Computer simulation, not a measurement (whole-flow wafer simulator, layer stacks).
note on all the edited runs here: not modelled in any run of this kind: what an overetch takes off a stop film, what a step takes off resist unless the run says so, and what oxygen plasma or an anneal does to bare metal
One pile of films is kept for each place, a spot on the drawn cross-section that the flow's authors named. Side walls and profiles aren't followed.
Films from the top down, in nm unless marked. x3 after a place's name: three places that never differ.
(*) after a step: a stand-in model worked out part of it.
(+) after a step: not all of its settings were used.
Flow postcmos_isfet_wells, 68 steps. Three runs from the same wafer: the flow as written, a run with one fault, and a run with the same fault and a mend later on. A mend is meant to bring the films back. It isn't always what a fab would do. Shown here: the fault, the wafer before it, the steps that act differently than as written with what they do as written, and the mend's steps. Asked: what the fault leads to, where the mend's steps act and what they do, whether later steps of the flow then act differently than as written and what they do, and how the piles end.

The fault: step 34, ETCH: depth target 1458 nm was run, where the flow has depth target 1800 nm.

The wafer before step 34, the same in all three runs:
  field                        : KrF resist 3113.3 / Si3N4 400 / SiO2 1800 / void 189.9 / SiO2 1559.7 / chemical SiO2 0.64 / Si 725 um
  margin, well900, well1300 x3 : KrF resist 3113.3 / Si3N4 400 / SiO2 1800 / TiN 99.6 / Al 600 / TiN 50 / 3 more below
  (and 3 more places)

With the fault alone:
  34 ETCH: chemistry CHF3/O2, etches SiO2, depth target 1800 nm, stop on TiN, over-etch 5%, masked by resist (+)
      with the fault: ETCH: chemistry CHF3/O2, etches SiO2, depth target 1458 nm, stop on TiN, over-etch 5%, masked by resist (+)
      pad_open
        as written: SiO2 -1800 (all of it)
        with the fault: SiO2 -1458
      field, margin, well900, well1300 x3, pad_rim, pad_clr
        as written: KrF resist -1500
        with the fault: KrF resist -1215
  Later steps of the flow that act differently than as written (2 more steps differ only slightly, by at most 2% or 0.5 nm, whichever is larger, and aren't shown):
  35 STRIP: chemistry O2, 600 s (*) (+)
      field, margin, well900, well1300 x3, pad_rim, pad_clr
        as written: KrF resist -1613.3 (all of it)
        with the fault: KrF resist -1898.3 (all of it)
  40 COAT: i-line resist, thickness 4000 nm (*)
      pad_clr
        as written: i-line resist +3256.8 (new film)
        with the fault: i-line resist +3364.6 (new film)
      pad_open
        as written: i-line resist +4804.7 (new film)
        with the fault: i-line resist +4681.5 (new film)
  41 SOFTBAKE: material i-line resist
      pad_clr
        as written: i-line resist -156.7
        with the fault: i-line resist -123.5
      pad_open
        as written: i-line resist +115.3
        with the fault: i-line resist +99.9
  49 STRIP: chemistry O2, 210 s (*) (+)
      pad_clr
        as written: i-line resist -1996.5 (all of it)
        with the fault: i-line resist -2137.4 (all of it)
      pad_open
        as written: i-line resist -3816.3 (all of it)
        with the fault: i-line resist -3677.8 (all of it)
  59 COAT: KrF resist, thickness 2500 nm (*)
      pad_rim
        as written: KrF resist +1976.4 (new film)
        with the fault: KrF resist +2054.3 (new film)
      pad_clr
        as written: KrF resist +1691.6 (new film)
        with the fault: KrF resist +1807 (new film)
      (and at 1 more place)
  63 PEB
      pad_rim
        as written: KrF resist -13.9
        with the fault: KrF resist -14.5
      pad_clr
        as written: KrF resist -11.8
        with the fault: KrF resist -12.6
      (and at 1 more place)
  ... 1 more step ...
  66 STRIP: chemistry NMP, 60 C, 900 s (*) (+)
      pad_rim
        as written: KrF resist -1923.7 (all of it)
        with the fault: KrF resist -2000.9 (all of it)
  At the end the piles differ from the flow's by more than 2% or 0.5 nm, whichever is larger, at pad_open.
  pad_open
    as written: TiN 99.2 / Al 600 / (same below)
    with the fault: SiO2 342 / TiN 99.6 / Al 600 / (same below)

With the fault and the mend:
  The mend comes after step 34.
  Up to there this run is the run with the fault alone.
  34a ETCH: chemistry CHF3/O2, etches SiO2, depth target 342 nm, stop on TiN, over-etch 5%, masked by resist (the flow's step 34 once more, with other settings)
      field, margin, well900, well1300 x3, pad_rim, pad_clr
        KrF resist -285
      pad_open
        SiO2 -342 (all of it)
  No later step of the flow acts differently than as written at any place that is followed.
  At the end the piles are the same as the flow's at every place that both follow.
